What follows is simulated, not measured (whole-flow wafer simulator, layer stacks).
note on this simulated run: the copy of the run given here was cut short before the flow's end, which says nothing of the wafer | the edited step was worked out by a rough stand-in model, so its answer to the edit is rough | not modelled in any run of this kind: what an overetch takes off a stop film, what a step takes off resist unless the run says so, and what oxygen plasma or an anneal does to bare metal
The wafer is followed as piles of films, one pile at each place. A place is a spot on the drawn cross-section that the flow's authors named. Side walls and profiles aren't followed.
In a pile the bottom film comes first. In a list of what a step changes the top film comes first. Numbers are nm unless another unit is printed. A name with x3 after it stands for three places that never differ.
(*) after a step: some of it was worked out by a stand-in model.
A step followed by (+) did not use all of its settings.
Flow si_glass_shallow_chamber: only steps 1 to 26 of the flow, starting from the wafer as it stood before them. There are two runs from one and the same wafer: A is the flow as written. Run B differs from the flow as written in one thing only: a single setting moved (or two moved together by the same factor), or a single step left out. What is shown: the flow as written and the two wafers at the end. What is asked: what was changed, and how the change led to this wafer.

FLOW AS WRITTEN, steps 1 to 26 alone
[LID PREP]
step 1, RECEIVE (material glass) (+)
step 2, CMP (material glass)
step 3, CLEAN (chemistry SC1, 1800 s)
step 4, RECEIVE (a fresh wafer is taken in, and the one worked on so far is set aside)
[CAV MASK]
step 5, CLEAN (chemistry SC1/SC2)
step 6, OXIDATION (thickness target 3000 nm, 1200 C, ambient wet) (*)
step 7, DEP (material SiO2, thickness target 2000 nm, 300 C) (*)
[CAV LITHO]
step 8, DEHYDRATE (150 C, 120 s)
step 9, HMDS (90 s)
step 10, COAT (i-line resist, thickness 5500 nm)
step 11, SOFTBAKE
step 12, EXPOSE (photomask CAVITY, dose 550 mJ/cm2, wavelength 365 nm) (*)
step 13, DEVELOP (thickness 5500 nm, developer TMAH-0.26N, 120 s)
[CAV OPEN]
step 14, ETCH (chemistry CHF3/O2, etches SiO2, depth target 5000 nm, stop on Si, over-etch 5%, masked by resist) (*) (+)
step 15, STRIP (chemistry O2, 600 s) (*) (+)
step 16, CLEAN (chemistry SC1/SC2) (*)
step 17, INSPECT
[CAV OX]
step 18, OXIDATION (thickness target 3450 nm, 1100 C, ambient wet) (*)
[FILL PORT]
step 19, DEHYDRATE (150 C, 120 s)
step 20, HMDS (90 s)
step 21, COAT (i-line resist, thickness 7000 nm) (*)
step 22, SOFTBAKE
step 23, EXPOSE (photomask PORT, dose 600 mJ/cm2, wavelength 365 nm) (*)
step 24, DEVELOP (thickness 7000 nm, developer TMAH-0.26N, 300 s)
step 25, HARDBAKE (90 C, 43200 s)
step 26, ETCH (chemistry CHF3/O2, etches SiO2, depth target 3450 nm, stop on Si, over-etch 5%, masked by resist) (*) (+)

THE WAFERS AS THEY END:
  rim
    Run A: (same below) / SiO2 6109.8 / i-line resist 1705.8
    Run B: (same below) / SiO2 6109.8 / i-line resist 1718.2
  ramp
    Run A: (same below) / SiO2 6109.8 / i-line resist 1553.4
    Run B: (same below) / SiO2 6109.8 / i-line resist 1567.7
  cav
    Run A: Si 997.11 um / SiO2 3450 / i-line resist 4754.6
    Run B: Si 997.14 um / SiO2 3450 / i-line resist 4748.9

The reason: step 14, ETCH: over-etch 2.5% was run, while the flow as written has over-etch 5%.

The path from the change to this, step by step:
  step 14, ETCH (chemistry CHF3/O2, etches SiO2, depth target 5000 nm, stop on Si, over-etch 5%, masked by resist) (*) (+)
      rim, ramp, septum, ring: A i-line resist loses 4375 | B i-line resist loses 4270.8
      cav, port: A SiO2 loses 5000 (all of it), Si loses 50 | B SiO2 loses 5000 (all of it), Si loses 25
  step 15, STRIP (chemistry O2, 600 s) (*) (+)
      rim, ramp, septum, ring: A i-line resist loses 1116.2 (all of it) | B i-line resist loses 1220.3 (all of it)
